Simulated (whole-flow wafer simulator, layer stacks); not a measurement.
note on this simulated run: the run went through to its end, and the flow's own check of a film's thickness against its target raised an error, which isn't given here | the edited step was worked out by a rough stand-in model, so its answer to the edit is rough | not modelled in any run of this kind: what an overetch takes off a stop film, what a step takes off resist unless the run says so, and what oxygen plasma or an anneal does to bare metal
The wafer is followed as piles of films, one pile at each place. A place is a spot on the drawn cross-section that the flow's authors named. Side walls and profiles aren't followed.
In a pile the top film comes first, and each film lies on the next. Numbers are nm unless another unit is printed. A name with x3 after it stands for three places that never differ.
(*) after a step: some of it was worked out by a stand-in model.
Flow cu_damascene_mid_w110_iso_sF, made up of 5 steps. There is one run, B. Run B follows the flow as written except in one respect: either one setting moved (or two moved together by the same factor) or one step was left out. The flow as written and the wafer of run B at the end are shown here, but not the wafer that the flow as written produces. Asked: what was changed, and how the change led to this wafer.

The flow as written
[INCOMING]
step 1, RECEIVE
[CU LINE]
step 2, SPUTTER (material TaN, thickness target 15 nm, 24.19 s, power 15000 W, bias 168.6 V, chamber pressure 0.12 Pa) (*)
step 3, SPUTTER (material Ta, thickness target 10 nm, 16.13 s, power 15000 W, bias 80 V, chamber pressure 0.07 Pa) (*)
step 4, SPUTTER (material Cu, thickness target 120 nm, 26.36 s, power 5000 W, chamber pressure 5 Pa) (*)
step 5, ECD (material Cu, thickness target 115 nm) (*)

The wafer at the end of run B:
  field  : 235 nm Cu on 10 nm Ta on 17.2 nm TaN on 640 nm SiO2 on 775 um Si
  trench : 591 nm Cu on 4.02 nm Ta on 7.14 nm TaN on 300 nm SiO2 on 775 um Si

The reason: step 2, SPUTTER: thickness target 17.2 nm was run, though the flow has thickness target 15 nm; step 2, SPUTTER: 27.82 s was run, where the flow has 24.19 s.
One can read it off the wafer: field has TaN 17.2, and step 2 as written asks for 15 nm.

Step by step, how the change led to this:
  step 2, SPUTTER (material TaN, thickness target 15 nm, 24.19 s, power 15000 W, bias 168.6 V, chamber pressure 0.12 Pa) (*)
      field: TaN gains 17.2 (new film) (as written it would have been: TaN gains 15 (new film))
      trench: TaN gains 7.14 (new film) (as written it would have been: TaN gains 6.23 (new film))
